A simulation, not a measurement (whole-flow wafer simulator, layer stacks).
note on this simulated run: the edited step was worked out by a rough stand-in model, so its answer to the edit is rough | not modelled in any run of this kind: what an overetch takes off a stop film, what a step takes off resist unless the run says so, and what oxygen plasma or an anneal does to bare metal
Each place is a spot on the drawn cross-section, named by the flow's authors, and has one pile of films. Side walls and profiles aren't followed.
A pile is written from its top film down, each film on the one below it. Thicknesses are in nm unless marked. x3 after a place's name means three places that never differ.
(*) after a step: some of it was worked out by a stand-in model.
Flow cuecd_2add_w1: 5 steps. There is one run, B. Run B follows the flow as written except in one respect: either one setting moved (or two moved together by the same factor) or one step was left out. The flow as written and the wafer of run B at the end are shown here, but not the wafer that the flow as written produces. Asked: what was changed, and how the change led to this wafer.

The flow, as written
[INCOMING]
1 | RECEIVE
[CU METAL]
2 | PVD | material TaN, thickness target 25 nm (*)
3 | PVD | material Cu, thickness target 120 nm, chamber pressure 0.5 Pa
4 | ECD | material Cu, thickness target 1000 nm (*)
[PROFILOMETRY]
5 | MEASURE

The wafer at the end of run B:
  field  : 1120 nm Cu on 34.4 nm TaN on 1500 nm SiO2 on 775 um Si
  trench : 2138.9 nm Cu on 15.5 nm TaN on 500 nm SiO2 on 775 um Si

The reason: step 2, PVD: thickness target 34.4 nm was run, whereas the flow has thickness target 25 nm.
The wafer itself shows it: field has TaN 34.4, and step 2 as written asks for 25 nm.

How this came from the change, step by step:
  2 | PVD | material TaN, thickness target 25 nm (*)
      field: +34.4 TaN (new film) (in the flow as written it would be: +25 TaN (new film))
      trench: +15.5 TaN (new film) (in the flow as written it would be: +11.2 TaN (new film))
